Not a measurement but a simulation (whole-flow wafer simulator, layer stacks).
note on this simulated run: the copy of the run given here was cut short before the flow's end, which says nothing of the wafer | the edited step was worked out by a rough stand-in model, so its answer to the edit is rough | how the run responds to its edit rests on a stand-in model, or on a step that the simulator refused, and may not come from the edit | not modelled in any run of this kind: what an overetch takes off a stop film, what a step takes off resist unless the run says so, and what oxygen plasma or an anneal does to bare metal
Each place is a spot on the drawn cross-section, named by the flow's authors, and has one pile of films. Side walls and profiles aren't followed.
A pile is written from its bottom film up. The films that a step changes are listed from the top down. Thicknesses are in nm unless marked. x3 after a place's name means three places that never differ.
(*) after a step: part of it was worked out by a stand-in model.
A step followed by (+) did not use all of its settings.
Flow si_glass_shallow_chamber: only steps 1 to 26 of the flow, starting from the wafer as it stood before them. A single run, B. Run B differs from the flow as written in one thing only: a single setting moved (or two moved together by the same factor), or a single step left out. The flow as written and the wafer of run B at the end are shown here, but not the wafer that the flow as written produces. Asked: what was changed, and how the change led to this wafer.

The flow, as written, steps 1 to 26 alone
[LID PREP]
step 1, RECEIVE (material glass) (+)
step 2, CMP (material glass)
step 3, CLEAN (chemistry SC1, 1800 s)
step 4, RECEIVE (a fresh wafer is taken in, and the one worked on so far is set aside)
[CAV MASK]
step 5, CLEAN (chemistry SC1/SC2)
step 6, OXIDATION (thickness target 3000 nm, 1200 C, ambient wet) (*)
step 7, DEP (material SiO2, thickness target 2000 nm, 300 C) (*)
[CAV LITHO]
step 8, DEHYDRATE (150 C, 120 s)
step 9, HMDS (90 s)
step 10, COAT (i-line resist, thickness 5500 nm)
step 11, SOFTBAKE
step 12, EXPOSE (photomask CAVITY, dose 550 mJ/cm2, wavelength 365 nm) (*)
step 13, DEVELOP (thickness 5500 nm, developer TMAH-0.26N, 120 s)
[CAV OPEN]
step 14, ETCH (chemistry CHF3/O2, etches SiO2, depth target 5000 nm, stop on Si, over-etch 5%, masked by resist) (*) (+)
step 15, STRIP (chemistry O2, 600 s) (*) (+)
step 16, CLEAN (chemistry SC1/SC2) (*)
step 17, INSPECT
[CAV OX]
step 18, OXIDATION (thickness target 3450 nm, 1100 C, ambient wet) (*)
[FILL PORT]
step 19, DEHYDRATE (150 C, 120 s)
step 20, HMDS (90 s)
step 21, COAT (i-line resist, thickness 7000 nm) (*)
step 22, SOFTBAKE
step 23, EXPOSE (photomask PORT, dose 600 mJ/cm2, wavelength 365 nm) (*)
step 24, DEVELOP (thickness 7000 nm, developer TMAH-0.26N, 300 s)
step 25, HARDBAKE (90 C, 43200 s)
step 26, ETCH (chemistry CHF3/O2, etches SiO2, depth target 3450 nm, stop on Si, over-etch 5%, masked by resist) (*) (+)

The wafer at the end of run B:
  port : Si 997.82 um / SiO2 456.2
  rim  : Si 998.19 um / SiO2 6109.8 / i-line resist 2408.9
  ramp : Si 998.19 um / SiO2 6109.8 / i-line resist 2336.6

The reason: step 14, ETCH: depth target 2750 nm was run, whereas the flow has depth target 5000 nm.

How this came from the change, step by step:
  step 14, ETCH (chemistry CHF3/O2, etches SiO2, depth target 5000 nm, stop on Si, over-etch 5%, masked by resist) (*) (+)
      cav, port: SiO2 loses 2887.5 (as written it would have been: SiO2 loses 5000 (all of it), Si loses 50)
      rim, ramp, septum, ring: i-line resist loses 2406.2 (as written it would have been: i-line resist loses 4375)
  step 15, STRIP (chemistry O2, 600 s) (*) (+)
      cav, port: nothing (as written it would have been: chemical SiO2 gains 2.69 (new film), Si loses 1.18)
      rim, ramp, septum, ring: i-line resist loses 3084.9 (all of it) (as written it would have been: i-line resist loses 1116.2 (all of it))
  step 18, OXIDATION (thickness target 3450 nm, 1100 C, ambient wet) (*)
      cav, port: SiO2 gains 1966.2, Si loses 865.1 (as written it would have been: SiO2 gains 3450 (new film), chemical SiO2 loses 2.69 (all of it), Si loses 1516.8)
  step 21, COAT (i-line resist, thickness 7000 nm) (*)
      rim: i-line resist gains 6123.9 (new film) (as written it would have been: i-line resist gains 5660.1 (new film))
      ramp: i-line resist gains 5736.2 (new film) (as written it would have been: i-line resist gains 5087.8 (new film))
      (also at 2 further places)
  step 22, SOFTBAKE
      rim: i-line resist loses 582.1 (as written it would have been: i-line resist loses 849)
      ramp: i-line resist loses 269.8 (as written it would have been: i-line resist loses 434.5)
      (also at 4 further places)
  step 24, DEVELOP (thickness 7000 nm, developer TMAH-0.26N, 300 s)
      port: i-line resist loses 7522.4 (all of it) (as written it would have been: i-line resist loses 7752.6 (all of it))
  step 25, HARDBAKE (90 C, 43200 s)
      rim: i-line resist loses 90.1 (as written it would have been: i-line resist loses 62.5)
      ramp: i-line resist loses 87.1 (as written it would have been: i-line resist loses 57.1)
      (also at 1 further place)
  step 26, ETCH (chemistry CHF3/O2, etches SiO2, depth target 3450 nm, stop on Si, over-etch 5%, masked by resist) (*) (+)
      port: SiO2 loses 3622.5 (as written it would have been: SiO2 loses 3450 (all of it), Si loses 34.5)
